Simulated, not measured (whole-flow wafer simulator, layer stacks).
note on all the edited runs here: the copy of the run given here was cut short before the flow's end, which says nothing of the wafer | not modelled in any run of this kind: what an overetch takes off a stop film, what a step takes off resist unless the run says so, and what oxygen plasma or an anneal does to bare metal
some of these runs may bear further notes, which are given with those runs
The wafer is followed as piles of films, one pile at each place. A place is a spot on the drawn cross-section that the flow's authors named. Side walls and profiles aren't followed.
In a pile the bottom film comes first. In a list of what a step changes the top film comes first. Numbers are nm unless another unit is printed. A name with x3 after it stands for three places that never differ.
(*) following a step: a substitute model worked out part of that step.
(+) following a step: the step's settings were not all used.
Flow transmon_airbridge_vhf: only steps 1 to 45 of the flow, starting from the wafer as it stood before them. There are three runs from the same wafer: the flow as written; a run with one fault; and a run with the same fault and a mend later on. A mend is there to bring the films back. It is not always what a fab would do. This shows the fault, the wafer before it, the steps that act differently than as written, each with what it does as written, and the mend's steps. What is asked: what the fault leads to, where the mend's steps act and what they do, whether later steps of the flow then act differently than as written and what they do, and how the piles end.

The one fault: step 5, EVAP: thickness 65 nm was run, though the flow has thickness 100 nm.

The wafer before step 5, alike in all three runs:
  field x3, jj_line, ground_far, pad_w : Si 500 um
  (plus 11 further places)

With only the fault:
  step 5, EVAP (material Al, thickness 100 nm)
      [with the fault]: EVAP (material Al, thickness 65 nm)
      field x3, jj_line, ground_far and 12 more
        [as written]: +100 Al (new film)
        [with the fault]: +65 Al (new film)
  Steps later in the flow that act otherwise than as written (15 more steps, not shown, differ only slightly: by at most 2% or 0.5 nm, whichever is larger):
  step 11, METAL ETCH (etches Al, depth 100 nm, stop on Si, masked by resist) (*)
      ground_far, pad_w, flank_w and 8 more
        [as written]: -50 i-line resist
        [with the fault]: -48.8 i-line resist
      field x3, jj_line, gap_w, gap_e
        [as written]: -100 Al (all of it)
        [with the fault]: -65 Al (all of it)
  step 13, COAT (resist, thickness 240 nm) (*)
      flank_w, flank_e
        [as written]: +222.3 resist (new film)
        [with the fault]: +228 resist (new film)
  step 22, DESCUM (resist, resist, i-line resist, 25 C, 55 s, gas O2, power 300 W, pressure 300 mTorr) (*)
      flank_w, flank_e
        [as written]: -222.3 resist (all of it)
        [with the fault]: -228 resist (all of it)
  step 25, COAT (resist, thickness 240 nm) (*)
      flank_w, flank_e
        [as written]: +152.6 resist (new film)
        [with the fault]: +156.3 resist (new film)
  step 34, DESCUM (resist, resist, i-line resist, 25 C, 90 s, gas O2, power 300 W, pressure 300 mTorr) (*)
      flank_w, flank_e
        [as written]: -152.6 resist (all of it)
        [with the fault]: -156.3 resist (all of it)
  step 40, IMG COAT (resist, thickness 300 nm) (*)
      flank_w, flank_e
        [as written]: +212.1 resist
        [with the fault]: +217.6 resist
  The piles end different from the flow's at ground_far, pad_w, flank_w and 8 more by more than 2% or 0.5 nm, whichever is larger.
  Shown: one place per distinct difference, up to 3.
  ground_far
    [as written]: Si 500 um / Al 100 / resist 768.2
    [with the fault]: Si 500 um / Al 65 / resist 768.2
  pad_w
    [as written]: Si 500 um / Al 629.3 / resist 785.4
    [with the fault]: Si 500 um / Al 594.3 / resist 785.6
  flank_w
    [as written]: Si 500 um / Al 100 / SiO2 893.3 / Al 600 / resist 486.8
    [with the fault]: Si 500 um / Al 65 / SiO2 893.1 / Al 600 / resist 491.4

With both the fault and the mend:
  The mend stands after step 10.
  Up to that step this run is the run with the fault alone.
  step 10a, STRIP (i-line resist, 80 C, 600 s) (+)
      ground_far, pad_w, flank_w and 8 more
        -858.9 i-line resist (all of it)
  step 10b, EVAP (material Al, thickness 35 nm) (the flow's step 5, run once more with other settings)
      field x3, jj_line, ground_far and 12 more
        +35 Al
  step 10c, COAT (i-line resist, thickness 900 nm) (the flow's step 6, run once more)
      field x3, jj_line, ground_far and 12 more
        +900 i-line resist (new film)
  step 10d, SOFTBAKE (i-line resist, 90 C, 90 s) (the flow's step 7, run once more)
      alters no film at any place that is followed
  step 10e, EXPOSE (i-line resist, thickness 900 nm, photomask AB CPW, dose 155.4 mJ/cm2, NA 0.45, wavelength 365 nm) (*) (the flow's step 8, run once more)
      alters no film at any place that is followed
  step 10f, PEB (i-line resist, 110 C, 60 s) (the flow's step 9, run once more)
      field x3, jj_line, ground_far and 12 more
        -41 i-line resist
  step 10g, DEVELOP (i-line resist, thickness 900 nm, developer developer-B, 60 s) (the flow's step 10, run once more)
      ground_far, pad_w, flank_w and 8 more
        -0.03 i-line resist
      field x3, jj_line, gap_w, gap_e
        -859 i-line resist (all of it)
  None of the later steps of the flow acts differently than as written at any place that is followed.
  At every place that both follow, the piles at the end match the flow's.
